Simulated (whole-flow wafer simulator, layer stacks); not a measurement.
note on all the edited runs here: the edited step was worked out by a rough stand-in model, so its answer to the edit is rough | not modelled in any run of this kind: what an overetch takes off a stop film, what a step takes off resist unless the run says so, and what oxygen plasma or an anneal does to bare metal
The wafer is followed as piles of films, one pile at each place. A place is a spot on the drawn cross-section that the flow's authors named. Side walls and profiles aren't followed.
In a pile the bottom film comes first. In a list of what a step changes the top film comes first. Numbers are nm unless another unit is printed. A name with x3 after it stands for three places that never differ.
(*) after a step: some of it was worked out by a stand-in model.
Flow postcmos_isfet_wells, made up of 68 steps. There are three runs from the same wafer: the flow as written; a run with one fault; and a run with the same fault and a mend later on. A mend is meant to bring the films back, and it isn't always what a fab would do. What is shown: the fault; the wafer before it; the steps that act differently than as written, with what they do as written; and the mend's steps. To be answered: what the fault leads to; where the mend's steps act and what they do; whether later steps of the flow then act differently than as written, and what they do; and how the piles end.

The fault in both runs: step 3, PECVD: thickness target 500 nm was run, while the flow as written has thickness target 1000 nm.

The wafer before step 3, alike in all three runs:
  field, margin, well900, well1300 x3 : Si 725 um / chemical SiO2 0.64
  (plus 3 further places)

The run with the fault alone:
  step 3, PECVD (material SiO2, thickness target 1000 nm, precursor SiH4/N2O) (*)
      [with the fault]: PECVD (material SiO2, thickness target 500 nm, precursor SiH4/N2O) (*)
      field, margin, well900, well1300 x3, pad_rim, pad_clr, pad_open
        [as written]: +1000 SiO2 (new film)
        [with the fault]: +500 SiO2 (new film)
  Later steps of the flow that are run all act as written at every place that is followed.
  The piles end different from the flow's at field, margin, well900, well1300 x3, pad_rim, pad_clr, pad_open by more than 2% or 0.5 nm, whichever is larger.
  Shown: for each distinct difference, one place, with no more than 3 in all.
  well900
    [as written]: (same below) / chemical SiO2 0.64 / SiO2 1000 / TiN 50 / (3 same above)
    [with the fault]: (same below) / chemical SiO2 0.64 / SiO2 500 / TiN 50 / (3 same above)
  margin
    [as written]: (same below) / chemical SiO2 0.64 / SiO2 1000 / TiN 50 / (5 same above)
    [with the fault]: (same below) / chemical SiO2 0.64 / SiO2 500 / TiN 50 / (5 same above)
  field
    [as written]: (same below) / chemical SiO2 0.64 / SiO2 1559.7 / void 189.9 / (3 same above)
    [with the fault]: (same below) / chemical SiO2 0.64 / SiO2 1059.7 / void 189.9 / (3 same above)

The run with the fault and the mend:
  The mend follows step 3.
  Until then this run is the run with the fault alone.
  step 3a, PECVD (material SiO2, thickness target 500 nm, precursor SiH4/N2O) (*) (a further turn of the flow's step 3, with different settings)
      field, margin, well900, well1300 x3, pad_rim, pad_clr, pad_open
        +500 SiO2
  Later steps of the flow that are run all act as written at every place that is followed.
  At every place that both follow, the piles at the end match the flow's.
